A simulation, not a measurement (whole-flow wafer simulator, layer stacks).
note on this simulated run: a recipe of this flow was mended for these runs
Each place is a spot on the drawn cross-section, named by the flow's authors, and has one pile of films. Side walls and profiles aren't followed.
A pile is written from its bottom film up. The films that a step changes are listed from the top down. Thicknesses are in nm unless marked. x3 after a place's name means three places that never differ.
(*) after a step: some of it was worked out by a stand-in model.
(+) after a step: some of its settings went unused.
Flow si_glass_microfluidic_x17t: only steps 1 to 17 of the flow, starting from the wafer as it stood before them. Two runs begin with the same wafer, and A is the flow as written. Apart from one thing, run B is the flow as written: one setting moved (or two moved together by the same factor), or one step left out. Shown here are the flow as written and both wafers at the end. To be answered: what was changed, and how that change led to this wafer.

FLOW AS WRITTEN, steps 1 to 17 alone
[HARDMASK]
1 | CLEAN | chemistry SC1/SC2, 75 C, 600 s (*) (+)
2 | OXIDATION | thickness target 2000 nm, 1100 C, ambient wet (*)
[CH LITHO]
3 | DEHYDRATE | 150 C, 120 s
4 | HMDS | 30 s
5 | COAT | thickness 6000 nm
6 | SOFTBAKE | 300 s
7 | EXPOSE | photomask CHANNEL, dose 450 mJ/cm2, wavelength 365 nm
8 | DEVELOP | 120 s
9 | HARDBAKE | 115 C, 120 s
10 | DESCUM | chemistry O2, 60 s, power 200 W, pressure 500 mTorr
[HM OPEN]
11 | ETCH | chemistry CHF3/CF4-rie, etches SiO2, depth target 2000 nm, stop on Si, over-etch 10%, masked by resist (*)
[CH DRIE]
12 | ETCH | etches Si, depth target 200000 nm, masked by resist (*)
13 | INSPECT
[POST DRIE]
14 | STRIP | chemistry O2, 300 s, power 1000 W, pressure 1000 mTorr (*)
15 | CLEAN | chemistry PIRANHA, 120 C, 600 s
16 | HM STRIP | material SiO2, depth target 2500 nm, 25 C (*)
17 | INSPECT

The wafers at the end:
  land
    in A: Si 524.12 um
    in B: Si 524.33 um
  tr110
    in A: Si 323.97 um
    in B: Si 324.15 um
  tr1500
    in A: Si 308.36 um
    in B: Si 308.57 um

The reason: step 2, OXIDATION: thickness target 1520 nm was run, while the flow as written has thickness target 2000 nm.

How this came from the change, step by step:
  2 | OXIDATION | thickness target 2000 nm, 1100 C, ambient wet (*)
      land, tr110, tr1500, tr15: A SiO2 gains 2000 (new film), chemical SiO2 loses 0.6 (all of it), Si loses 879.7 | B SiO2 gains 1520 (new film), chemical SiO2 loses 0.6 (all of it), Si loses 668.5
  11 | ETCH | chemistry CHF3/CF4-rie, etches SiO2, depth target 2000 nm, stop on Si, over-etch 10%, masked by resist (*)
      tr110, tr1500, tr15: A SiO2 loses 2000 (all of it), Si loses 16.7 | B SiO2 loses 1520 (all of it), Si loses 56.7
      land: A thick-i-line-resist loses 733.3 | B thick-i-line-resist loses 557.3
  12 | ETCH | etches Si, depth target 200000 nm, masked by resist (*)
      tr1500: A Si loses 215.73 um | B Si loses 215.7 um
      tr15: A Si loses 149.99 um | B Si loses 150.09 um
  14 | STRIP | chemistry O2, 300 s, power 1000 W, pressure 1000 mTorr (*)
      land: A thick-i-line-resist loses 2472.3 (all of it) | B thick-i-line-resist loses 2648.8 (all of it)
  16 | HM STRIP | material SiO2, depth target 2500 nm, 25 C (*)
      land: A SiO2 loses 2000 (all of it) | B SiO2 loses 1520 (all of it)
